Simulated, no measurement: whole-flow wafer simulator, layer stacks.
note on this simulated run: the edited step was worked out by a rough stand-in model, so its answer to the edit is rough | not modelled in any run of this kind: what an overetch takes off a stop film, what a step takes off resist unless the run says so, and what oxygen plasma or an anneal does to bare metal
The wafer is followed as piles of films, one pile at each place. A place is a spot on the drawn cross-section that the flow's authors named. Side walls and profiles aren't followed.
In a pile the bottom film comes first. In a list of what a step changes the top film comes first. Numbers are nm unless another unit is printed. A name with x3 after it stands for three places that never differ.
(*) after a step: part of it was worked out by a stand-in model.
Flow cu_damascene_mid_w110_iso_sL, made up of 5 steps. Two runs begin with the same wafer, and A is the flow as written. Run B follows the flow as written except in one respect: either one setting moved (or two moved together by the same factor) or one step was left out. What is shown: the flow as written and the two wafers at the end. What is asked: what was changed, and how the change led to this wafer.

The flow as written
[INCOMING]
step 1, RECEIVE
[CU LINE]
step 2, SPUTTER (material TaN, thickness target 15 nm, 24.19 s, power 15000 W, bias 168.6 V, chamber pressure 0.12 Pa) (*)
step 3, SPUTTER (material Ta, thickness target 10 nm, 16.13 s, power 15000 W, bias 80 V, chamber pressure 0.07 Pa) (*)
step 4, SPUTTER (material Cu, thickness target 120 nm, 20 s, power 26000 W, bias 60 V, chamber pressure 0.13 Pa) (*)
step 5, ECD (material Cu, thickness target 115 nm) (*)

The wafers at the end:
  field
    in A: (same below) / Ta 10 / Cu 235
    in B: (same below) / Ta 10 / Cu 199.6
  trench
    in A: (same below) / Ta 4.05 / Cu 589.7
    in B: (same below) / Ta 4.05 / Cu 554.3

What caused this: step 5, ECD: thickness target 79.6 nm was run, while the flow as written has thickness target 115 nm.

The path from the change to this, step by step:
  step 5, ECD (material Cu, thickness target 115 nm) (*)
      field: A Cu gains 115 | B Cu gains 79.6
      trench: A Cu gains 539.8 | B Cu gains 504.4
